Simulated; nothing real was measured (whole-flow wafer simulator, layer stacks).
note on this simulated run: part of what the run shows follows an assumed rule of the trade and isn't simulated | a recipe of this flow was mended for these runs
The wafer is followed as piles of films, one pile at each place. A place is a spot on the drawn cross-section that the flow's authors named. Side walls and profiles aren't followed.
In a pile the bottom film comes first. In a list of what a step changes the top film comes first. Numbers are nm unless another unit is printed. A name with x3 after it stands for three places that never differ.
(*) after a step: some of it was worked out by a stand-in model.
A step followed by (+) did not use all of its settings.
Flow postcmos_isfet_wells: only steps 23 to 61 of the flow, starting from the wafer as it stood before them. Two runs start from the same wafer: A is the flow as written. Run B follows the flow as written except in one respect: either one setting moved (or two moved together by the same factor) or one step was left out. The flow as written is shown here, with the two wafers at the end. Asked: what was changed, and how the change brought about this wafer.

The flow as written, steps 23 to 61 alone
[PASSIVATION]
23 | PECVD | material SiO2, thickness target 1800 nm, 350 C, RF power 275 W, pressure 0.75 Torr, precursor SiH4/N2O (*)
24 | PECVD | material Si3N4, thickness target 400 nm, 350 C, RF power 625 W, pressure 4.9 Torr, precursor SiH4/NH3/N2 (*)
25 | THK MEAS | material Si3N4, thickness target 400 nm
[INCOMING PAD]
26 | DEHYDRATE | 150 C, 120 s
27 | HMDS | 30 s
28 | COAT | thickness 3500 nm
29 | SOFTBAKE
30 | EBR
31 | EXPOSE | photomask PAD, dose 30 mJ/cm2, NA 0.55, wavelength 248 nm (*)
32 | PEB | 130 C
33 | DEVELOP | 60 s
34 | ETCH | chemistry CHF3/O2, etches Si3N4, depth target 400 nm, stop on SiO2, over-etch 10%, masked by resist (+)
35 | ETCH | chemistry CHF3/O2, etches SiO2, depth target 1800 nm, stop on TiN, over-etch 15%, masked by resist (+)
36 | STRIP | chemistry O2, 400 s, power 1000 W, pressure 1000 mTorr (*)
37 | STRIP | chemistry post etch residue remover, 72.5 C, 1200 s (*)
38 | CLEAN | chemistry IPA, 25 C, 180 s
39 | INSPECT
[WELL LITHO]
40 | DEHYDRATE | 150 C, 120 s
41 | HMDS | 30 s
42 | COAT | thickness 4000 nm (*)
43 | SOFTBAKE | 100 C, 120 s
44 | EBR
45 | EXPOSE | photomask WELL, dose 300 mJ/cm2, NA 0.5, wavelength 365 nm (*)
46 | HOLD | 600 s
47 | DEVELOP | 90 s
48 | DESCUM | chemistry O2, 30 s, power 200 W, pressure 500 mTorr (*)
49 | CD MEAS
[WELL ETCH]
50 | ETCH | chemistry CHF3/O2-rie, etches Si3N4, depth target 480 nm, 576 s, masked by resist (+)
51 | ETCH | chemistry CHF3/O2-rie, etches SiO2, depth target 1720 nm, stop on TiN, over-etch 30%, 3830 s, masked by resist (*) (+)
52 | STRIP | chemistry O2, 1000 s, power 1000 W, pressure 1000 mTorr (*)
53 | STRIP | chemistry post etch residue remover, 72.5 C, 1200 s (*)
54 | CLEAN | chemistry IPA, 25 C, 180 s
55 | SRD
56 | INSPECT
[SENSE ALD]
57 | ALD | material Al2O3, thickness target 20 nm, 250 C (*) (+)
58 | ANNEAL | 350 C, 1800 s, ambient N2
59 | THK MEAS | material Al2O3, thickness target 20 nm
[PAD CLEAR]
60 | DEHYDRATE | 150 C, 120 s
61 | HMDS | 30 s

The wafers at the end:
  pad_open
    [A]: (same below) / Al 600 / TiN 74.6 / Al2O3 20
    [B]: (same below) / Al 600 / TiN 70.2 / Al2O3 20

Cause: step 34, ETCH: depth target 496 nm was run, while the flow as written has depth target 400 nm.

The path from the change to this, step by step:
  34 | ETCH | chemistry CHF3/O2, etches Si3N4, depth target 400 nm, stop on SiO2, over-etch 10%, masked by resist (+)
      field, margin x2, well900 x4, pad_clr: A thick-KrF-resist loses 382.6 | B thick-KrF-resist loses 474.4
      pad_open: A Si3N4 loses 400 (all of it), SiO2 loses 20 | B Si3N4 loses 400 (all of it), SiO2 loses 72.8
  35 | ETCH | chemistry CHF3/O2, etches SiO2, depth target 1800 nm, stop on TiN, over-etch 15%, masked by resist (+)
      field, margin x2, well900 x4, pad_clr: A thick-KrF-resist loses 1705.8 | B thick-KrF-resist loses 1655.2
      pad_open: A SiO2 loses 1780 (all of it), TiN loses 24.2 | B SiO2 loses 1727.2 (all of it), TiN loses 28.6
  36 | STRIP | chemistry O2, 400 s, power 1000 W, pressure 1000 mTorr (*)
      field, margin x2, well900 x4, pad_clr: A thick-KrF-resist loses 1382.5 (all of it) | B thick-KrF-resist loses 1341.3 (all of it)
